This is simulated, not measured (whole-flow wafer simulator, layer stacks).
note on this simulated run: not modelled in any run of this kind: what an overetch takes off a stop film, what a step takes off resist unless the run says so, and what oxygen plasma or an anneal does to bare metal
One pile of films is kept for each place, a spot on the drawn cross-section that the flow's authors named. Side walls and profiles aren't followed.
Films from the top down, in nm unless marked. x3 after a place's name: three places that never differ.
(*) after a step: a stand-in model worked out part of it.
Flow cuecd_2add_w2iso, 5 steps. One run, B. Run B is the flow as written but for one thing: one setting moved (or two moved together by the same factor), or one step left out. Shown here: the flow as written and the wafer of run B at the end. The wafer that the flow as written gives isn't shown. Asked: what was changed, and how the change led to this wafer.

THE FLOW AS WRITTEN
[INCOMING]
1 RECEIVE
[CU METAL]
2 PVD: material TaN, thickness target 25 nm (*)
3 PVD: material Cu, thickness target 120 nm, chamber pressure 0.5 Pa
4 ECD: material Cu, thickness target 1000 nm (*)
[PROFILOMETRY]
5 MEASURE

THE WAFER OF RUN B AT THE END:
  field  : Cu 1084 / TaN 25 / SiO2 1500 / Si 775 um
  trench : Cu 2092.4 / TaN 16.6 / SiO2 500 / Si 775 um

The cause: step 3, PVD: thickness target 84 nm was run, where the flow has thickness target 120 nm.

How the change led to this, step by step:
  3 PVD: material Cu, thickness target 120 nm, chamber pressure 0.5 Pa
      field: Cu +84 (new film) (as written it would be: Cu +120 (new film))
      trench: Cu +56.7 (new film) (as written it would be: Cu +80.8 (new film))
